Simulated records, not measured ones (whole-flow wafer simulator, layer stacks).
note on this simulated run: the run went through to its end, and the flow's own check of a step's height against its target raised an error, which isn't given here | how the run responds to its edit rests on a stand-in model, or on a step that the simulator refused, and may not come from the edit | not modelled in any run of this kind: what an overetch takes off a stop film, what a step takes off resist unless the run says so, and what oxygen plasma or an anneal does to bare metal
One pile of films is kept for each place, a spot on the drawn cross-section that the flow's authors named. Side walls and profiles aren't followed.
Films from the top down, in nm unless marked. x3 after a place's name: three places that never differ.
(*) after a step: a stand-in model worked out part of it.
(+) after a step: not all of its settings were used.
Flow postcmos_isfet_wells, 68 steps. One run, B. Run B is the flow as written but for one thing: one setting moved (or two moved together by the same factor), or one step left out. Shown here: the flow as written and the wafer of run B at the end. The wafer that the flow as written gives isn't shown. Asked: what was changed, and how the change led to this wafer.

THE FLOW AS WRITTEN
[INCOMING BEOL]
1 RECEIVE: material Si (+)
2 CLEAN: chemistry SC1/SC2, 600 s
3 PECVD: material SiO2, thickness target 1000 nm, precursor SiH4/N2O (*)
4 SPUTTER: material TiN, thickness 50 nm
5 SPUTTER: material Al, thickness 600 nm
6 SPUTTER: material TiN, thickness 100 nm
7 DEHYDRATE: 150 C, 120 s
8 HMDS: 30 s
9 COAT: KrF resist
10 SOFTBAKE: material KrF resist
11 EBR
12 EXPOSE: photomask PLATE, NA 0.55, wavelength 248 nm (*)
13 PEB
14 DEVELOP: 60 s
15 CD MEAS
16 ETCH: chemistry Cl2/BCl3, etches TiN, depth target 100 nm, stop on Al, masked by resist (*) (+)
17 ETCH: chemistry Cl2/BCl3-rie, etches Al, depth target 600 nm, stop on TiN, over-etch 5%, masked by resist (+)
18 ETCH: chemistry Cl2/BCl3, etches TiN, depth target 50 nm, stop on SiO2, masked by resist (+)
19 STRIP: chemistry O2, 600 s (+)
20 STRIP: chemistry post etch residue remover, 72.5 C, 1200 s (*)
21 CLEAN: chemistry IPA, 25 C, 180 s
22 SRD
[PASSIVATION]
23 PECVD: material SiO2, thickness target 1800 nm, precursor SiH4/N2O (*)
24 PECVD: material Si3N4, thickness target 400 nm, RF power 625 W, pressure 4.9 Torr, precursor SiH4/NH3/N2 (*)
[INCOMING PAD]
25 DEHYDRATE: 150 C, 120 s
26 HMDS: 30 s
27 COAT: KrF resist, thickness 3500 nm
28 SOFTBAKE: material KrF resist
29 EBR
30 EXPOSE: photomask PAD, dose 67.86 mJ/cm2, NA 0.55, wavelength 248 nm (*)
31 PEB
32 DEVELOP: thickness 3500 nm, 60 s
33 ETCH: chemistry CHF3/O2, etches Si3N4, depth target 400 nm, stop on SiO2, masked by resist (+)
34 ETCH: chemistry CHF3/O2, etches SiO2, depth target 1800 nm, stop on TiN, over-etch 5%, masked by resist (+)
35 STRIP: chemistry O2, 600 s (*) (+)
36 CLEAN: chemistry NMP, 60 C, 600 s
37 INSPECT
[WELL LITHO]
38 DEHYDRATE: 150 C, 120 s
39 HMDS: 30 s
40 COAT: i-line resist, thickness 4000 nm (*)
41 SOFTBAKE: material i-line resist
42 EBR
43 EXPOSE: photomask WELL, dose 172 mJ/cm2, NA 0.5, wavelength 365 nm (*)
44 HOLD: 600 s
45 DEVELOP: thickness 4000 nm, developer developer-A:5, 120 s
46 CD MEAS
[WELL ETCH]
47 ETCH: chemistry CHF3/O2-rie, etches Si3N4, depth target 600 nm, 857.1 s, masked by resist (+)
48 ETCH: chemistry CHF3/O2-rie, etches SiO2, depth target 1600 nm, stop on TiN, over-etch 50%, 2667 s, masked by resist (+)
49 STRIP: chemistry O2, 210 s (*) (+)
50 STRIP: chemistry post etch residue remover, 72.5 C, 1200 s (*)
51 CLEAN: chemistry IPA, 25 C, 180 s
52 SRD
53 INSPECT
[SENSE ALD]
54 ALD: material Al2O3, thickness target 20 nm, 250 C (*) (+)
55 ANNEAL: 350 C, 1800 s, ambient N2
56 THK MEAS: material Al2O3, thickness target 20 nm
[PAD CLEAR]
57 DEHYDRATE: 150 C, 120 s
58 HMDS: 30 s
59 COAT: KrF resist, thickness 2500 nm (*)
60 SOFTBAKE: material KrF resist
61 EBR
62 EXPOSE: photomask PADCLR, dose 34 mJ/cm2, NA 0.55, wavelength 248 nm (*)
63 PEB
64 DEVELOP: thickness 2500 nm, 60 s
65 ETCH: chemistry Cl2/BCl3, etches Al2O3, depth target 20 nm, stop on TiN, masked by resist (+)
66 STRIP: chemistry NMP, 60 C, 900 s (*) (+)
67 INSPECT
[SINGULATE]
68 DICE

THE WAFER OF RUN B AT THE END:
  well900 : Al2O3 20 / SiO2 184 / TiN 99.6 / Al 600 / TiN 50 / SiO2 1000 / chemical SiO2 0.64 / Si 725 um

The cause: step 48, ETCH: depth target 944 nm was run, where the flow has depth target 1600 nm; step 48, ETCH: 1573 s was run, where the flow has 2667 s.

How the change led to this, step by step:
  48 ETCH: chemistry CHF3/O2-rie, etches SiO2, depth target 1600 nm, stop on TiN, over-etch 50%, 2667 s, masked by resist (+)
      well900, well1300 x3: SiO2 -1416 (as written it would be: SiO2 -1600 (all of it))
      field, margin, pad_rim, pad_clr, pad_open: i-line resist -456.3 (as written it would be: i-line resist -773.3)
  49 STRIP: chemistry O2, 210 s (*) (+)
      field, margin, pad_rim: i-line resist -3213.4 (all of it) (as written it would be: i-line resist -2896.3 (all of it))
      pad_clr: i-line resist -2313.6 (all of it) (as written it would be: i-line resist -1996.5 (all of it))
      (and at 1 more place)
  59 COAT: KrF resist, thickness 2500 nm (*)
      field: KrF resist +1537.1 (new film) (as written it would be: KrF resist +1449 (new film))
      margin: KrF resist +1537 (new film) (as written it would be: KrF resist +1448.9 (new film))
  63 PEB
      field, margin: KrF resist -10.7 (as written it would be: KrF resist -10.1)
  66 STRIP: chemistry NMP, 60 C, 900 s (*) (+)
      field: KrF resist -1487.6 (all of it) (as written it would be: KrF resist -1400.1 (all of it))
      margin: KrF resist -1487.5 (all of it) (as written it would be: KrF resist -1400.1 (all of it))
